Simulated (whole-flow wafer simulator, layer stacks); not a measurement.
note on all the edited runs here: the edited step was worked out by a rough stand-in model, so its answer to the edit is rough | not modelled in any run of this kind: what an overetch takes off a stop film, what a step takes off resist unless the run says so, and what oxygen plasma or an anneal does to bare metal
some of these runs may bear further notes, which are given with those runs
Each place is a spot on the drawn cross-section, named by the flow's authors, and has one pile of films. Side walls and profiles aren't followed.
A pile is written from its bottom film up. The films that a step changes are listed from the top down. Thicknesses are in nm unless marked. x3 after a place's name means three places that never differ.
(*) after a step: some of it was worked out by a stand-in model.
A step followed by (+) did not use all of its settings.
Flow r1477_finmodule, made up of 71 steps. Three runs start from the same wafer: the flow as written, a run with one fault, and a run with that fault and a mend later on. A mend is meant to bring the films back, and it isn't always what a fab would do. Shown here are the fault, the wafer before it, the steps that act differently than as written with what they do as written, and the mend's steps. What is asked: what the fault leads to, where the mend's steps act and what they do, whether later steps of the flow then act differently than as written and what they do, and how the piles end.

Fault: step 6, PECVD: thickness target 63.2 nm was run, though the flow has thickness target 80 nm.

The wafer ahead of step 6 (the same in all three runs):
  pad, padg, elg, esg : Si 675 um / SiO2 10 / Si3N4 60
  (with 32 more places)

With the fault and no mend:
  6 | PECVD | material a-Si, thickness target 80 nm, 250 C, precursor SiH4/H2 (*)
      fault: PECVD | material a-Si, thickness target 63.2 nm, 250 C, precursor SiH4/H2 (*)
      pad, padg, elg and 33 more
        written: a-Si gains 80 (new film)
        fault: a-Si gains 63.2 (new film)
  Steps later in the flow that act otherwise than as written (not shown: 3 more steps that differ only slightly, by at most 2% or 0.5 nm, whichever is larger):
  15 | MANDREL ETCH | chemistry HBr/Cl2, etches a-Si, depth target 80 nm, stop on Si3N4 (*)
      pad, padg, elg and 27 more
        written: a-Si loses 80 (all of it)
        fault: a-Si loses 63.2 (all of it)
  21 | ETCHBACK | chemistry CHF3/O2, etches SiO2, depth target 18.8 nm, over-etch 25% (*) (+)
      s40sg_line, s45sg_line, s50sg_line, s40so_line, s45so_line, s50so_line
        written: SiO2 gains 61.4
        fault: SiO2 gains 44.6
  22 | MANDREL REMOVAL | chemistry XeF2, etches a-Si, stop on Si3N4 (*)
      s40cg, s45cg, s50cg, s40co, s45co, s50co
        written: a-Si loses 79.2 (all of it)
        fault: a-Si loses 62.4 (all of it)
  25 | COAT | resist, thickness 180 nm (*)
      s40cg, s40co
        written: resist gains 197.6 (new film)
        fault: resist gains 193.4 (new film)
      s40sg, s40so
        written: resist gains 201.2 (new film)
        fault: resist gains 197 (new film)
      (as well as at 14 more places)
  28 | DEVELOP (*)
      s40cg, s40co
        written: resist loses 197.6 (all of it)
        fault: resist loses 193.4 (all of it)
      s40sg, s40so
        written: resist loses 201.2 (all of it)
        fault: resist loses 197 (all of it)
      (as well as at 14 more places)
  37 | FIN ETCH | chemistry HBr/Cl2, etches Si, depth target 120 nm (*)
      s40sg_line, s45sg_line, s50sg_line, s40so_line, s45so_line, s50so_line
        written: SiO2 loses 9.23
        fault: SiO2 loses 6.6 (all of it), Si3N4 loses 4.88
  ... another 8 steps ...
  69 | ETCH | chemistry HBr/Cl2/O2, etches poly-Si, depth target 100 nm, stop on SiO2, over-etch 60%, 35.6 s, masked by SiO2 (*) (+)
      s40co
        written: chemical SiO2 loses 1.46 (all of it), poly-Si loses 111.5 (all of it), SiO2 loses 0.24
        fault: chemical SiO2 loses 1.48 (all of it), poly-Si loses 118.4 (all of it), SiO2 loses 0.21
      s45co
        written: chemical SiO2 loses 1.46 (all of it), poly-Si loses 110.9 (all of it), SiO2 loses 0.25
        fault: chemical SiO2 loses 1.48 (all of it), poly-Si loses 115.8 (all of it), SiO2 loses 0.22
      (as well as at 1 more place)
  By the end, the piles at pad, padg, esg and 19 more depart from the flow's by more than 2% or 0.5 nm, whichever is larger.
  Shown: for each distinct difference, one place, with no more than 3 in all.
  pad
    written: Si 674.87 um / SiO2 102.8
    fault: Si 674.87 um / SiO2 97.9
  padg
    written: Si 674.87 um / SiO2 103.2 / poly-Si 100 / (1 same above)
    fault: Si 674.87 um / SiO2 98.4 / poly-Si 100 / (1 same above)
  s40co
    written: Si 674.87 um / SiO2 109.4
    fault: Si 674.87 um / SiO2 104.5

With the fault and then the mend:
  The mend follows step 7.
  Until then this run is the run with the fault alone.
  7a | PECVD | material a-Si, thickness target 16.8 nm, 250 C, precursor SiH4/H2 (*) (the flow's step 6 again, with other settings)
      pad, padg, elg and 33 more
        a-Si gains 16.8
  Every later step of the flow that is run acts as written at every place that is followed.
  The piles end the same as the flow's at every place that both follow.
